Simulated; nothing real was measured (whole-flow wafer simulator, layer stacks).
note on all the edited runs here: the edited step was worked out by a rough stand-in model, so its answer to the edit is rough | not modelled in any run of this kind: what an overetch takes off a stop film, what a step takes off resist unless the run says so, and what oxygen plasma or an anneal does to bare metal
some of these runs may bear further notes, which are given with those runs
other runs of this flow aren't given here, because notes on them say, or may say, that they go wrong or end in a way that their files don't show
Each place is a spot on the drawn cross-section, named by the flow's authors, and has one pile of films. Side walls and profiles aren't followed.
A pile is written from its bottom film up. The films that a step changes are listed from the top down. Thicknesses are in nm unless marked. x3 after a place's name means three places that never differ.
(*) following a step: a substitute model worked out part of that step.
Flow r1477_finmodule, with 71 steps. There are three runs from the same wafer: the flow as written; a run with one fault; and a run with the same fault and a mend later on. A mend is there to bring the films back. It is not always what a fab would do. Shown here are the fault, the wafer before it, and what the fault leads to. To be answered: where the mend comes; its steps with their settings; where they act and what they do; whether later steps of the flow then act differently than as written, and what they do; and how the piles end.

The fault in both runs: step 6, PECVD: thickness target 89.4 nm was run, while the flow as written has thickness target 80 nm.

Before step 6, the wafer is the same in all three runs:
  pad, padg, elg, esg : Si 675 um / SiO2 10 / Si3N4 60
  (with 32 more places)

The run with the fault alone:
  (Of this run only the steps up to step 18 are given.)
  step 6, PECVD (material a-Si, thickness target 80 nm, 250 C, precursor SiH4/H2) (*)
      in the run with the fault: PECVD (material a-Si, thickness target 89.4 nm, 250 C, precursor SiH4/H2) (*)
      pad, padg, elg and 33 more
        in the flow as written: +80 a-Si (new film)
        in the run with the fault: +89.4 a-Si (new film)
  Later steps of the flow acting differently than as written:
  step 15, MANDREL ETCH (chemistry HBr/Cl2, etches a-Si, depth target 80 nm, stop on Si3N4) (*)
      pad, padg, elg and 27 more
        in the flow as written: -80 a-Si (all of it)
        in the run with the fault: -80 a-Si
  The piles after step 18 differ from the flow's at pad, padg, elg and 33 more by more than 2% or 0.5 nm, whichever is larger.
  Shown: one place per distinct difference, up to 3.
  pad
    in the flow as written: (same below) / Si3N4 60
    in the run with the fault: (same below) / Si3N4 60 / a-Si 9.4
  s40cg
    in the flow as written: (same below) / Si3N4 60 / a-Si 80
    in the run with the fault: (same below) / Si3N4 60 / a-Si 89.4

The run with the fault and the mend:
  After step 7 comes the mend.
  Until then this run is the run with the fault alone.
  step 7a, ETCH (chemistry tmah, depth target 9.4 nm)
      pad, padg, elg and 33 more
        -9.4 a-Si
  Later steps of the flow that are run all act as written at every place that is followed.
  The piles end the same as the flow's at every place that both follow.
